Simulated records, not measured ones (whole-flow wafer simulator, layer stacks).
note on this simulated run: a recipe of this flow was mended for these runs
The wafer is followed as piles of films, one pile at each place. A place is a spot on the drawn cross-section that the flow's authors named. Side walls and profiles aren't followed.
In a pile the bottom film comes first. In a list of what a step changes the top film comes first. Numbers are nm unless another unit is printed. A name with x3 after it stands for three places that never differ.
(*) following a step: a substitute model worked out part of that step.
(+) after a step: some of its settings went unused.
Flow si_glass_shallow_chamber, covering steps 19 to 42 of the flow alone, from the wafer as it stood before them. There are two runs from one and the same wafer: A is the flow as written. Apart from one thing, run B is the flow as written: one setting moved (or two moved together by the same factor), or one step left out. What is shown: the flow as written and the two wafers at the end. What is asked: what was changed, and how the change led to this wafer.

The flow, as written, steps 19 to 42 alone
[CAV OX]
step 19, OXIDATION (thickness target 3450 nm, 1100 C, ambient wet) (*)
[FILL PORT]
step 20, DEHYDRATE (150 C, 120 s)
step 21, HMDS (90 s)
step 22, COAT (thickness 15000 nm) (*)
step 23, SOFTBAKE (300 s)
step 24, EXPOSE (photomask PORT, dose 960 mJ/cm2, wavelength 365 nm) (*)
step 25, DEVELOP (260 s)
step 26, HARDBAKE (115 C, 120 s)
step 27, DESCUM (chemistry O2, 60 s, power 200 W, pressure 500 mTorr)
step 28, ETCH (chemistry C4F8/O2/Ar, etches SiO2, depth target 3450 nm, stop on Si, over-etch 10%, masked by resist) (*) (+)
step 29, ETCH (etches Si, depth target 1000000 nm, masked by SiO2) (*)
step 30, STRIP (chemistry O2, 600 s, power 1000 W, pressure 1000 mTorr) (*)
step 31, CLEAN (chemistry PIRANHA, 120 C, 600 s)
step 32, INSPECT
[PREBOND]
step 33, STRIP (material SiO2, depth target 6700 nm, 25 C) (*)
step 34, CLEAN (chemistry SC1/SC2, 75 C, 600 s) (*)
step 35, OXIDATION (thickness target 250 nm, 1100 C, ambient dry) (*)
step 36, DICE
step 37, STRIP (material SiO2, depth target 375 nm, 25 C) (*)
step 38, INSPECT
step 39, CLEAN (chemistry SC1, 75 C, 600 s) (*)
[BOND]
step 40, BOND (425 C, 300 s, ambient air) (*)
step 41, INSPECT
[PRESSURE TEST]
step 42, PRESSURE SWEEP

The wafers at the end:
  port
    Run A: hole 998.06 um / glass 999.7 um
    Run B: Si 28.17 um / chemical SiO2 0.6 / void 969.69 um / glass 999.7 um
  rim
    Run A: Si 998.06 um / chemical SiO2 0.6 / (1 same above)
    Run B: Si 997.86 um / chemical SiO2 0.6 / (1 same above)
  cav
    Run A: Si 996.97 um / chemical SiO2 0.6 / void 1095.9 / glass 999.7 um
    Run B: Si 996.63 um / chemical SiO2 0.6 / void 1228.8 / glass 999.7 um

Cause: step 19, OXIDATION: thickness target 4226 nm was run, while the flow as written has thickness target 3450 nm.

The path from the change to this, step by step:
  step 19, OXIDATION (thickness target 3450 nm, 1100 C, ambient wet) (*)
      rim, ramp, septum, ring: A +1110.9 SiO2, -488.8 Si | B +1584.8 SiO2, -697.3 Si
      cav, port: A +3450 SiO2 (new film), -0.6 chemical SiO2 (all of it), -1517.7 Si | B +4226 SiO2 (new film), -0.6 chemical SiO2 (all of it), -1859.2 Si
  step 22, COAT (thickness 15000 nm) (*)
      rim: A +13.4 um thick-i-line-resist (new film) | B +13.47 um thick-i-line-resist (new film)
      ramp: A +12.89 um thick-i-line-resist (new film) | B +12.98 um thick-i-line-resist (new film)
      (also at 3 further places)
  step 23, SOFTBAKE (300 s)
      rim: A -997 thick-i-line-resist | B -949.4 thick-i-line-resist
      ramp: A -487.1 thick-i-line-resist | B -462 thick-i-line-resist
      (also at 4 further places)
  step 25, DEVELOP (260 s)
      port: A -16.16 um thick-i-line-resist (all of it) | B -16.1 um thick-i-line-resist (all of it)
  step 28, ETCH (chemistry C4F8/O2/Ar, etches SiO2, depth target 3450 nm, stop on Si, over-etch 10%, masked by resist) (*) (+)
      port: A -3450 SiO2 (all of it), -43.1 Si | B -3795 SiO2
  step 29, ETCH (etches Si, depth target 1000000 nm, masked by SiO2) (*)
      port: A +997.05 um hole (new film), -997.05 um Si (all of it) | B -431 SiO2 (all of it), -968.46 um Si
      rim, ramp: A -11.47 um thick-i-line-resist (all of it), -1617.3 SiO2 | B -11.59 um thick-i-line-resist (all of it), -1555.6 SiO2
      (also at 2 further places)
  step 30, STRIP (chemistry O2, 600 s, power 1000 W, pressure 1000 mTorr) (*)
      port: A nothing | B +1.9 chemical SiO2 (new film), -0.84 Si
      cav: A -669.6 thick-i-line-resist (all of it) | B -618.2 thick-i-line-resist (all of it)
  step 33, STRIP (material SiO2, depth target 6700 nm, 25 C) (*)
      port: A nothing | B -1.9 chemical SiO2 (all of it)
      rim, ramp: A -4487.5 SiO2 (all of it) | B -5023.2 SiO2 (all of it)
      (also at 3 further places)
  step 34, CLEAN (chemistry SC1/SC2, 75 C, 600 s) (*)
      port: A nothing | B +0.6 chemical SiO2 (new film), -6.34 Si
  step 35, OXIDATION (thickness target 250 nm, 1100 C, ambient dry) (*)
      port: A nothing | B +250 SiO2 (new film), -0.6 chemical SiO2 (all of it), -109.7 Si
  step 37, STRIP (material SiO2, depth target 375 nm, 25 C) (*)
      port: A nothing | B -250 SiO2 (all of it)
  step 39, CLEAN (chemistry SC1, 75 C, 600 s) (*)
      port: A nothing | B +0.6 chemical SiO2 (new film), -6.34 Si
  step 40, BOND (425 C, 300 s, ambient air) (*)
      port: A +999.7 um glass (new film), +1017.3 hole | B +999.7 um glass (new film), +969.69 um void (new film)
      cav: A +999.7 um glass (new film), +1095.9 void (new film) | B +999.7 um glass (new film), +1228.8 void (new film)
